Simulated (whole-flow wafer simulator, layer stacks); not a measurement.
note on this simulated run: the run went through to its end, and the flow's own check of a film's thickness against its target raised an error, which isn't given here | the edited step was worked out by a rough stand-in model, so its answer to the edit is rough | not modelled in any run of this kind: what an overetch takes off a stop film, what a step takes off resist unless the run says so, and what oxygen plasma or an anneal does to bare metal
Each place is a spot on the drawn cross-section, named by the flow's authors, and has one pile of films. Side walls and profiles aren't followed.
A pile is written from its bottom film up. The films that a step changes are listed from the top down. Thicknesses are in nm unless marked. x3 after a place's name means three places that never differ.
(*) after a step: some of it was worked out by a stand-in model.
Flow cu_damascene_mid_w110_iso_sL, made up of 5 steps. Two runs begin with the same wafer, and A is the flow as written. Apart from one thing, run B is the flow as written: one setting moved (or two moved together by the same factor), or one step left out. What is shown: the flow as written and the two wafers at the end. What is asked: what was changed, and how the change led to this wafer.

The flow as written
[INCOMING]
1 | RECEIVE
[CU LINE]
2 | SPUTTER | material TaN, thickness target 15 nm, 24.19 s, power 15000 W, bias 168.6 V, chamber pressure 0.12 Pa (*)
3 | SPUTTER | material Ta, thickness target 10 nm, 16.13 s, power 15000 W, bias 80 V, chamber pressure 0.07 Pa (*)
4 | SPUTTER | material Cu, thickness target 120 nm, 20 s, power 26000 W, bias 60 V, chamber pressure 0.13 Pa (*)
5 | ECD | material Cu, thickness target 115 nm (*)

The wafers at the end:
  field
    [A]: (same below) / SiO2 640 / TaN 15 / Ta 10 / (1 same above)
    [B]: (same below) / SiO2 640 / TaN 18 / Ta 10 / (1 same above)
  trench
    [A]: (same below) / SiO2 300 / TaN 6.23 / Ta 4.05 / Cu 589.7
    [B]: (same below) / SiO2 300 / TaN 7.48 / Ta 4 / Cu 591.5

Cause: step 2, SPUTTER: thickness target 18 nm was run, whereas the flow has thickness target 15 nm.
The wafer lets one read it off: field has TaN 18, and step 2 as written asks for 15 nm.

How this came from the change, step by step:
  2 | SPUTTER | material TaN, thickness target 15 nm, 24.19 s, power 15000 W, bias 168.6 V, chamber pressure 0.12 Pa (*)
      field: A +15 TaN (new film) | B +18 TaN (new film)
      trench: A +6.23 TaN (new film) | B +7.48 TaN (new film)
